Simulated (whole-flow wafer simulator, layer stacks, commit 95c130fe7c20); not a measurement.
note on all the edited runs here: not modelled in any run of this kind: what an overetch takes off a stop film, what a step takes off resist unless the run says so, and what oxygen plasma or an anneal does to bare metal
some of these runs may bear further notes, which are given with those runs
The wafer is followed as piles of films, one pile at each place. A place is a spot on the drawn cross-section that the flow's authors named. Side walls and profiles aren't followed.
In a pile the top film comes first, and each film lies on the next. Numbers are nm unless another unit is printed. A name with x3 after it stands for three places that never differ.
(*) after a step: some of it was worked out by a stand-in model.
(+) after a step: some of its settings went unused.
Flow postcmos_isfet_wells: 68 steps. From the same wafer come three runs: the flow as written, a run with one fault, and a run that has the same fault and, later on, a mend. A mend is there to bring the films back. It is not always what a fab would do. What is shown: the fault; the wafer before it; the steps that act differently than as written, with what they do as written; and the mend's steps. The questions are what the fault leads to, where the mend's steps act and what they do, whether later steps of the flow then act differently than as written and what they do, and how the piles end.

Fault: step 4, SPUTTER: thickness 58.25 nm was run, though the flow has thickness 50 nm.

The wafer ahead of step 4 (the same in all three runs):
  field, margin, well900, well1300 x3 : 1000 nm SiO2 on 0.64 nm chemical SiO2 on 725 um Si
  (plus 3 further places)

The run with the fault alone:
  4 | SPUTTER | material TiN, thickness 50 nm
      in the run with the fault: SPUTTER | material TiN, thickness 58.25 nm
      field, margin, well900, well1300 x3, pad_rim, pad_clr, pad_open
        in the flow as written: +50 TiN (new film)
        in the run with the fault: +58.2 TiN (new film)
  Steps further on in the flow that do not act as written (1 other step is not shown; it differs only slightly, by no more than 2% or 0.5 nm, whichever is larger):
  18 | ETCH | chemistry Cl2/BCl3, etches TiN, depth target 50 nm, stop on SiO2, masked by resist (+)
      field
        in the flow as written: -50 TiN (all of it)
        in the run with the fault: -50 TiN
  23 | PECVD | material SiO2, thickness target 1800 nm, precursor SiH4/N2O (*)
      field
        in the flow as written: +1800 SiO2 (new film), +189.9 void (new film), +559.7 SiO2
        in the run with the fault: +1800 SiO2 (new film), +190.2 void (new film), +559.8 SiO2 (new film)
  At field, margin, well900, well1300 x3, pad_rim, pad_clr, pad_open, the piles at the end differ from the flow's by more than 2% or 0.5 nm, whichever is larger.
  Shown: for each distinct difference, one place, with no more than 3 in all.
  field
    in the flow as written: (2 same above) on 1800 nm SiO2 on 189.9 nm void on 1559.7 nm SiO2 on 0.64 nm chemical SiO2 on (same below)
    in the run with the fault: (2 same above) on 1800 nm SiO2 on 190.2 nm void on 559.8 nm SiO2 on 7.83 nm TiN on 1000 nm SiO2 on 0.64 nm chemical SiO2 on (same below)
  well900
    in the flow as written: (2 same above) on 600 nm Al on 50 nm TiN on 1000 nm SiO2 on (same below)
    in the run with the fault: (2 same above) on 600 nm Al on 58.2 nm TiN on 1000 nm SiO2 on (same below)
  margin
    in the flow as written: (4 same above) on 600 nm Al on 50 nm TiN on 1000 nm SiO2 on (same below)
    in the run with the fault: (4 same above) on 600 nm Al on 58.2 nm TiN on 1000 nm SiO2 on (same below)

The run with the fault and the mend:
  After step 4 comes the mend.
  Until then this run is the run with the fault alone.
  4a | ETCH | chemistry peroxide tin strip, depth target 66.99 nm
      field, margin, well900, well1300 x3, pad_rim, pad_clr, pad_open
        -58.2 TiN (all of it)
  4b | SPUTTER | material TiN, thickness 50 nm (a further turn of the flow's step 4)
      field, margin, well900, well1300 x3, pad_rim, pad_clr, pad_open
        +50 TiN (new film)
  Later steps of the flow that are run all act as written at every place that is followed.
  The piles end the same as the flow's at every place that both follow.
